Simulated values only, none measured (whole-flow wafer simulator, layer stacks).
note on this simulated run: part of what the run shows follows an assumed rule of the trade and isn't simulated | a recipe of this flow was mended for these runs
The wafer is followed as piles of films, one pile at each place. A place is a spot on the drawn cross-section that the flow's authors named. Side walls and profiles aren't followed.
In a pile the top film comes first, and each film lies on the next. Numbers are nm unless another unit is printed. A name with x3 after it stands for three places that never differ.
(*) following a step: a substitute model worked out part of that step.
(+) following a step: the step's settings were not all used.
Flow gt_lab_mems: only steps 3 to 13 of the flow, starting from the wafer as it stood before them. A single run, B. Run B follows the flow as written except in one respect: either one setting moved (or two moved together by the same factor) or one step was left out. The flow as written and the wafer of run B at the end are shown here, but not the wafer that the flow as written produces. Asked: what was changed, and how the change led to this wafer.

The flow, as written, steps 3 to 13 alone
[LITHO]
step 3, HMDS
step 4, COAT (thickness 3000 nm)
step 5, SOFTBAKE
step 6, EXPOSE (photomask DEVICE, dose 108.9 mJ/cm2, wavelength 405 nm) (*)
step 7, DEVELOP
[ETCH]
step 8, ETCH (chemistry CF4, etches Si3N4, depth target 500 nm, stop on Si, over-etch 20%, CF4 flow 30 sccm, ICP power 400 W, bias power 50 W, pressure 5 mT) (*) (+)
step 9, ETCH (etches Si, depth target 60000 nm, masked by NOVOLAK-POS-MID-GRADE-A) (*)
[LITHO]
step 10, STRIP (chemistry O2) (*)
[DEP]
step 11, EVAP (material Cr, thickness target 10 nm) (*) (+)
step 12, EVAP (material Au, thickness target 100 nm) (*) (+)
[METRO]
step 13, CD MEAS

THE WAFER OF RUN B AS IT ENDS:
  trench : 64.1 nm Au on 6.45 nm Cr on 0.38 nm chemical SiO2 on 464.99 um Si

Cause: step 4, COAT: thickness 1650 nm was run, though the flow has thickness 3000 nm.

The path from the change to this, step by step:
  step 4, COAT (thickness 3000 nm)
      field, trench: g/i-line-resist gains 1650 (new film) (as written it would have been: g/i-line-resist gains 3000 (new film))
  step 7, DEVELOP
      trench: g/i-line-resist loses 1650 (all of it) (as written it would have been: g/i-line-resist loses 3000 (all of it))
  step 10, STRIP (chemistry O2) (*)
      field: g/i-line-resist loses 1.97 (all of it) (as written it would have been: g/i-line-resist loses 1352 (all of it))
      trench: chemical SiO2 gains 0.38 (new film), Si loses 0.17 (as written it would have been: chemical SiO2 gains 2.68 (new film), Si loses 1.18)
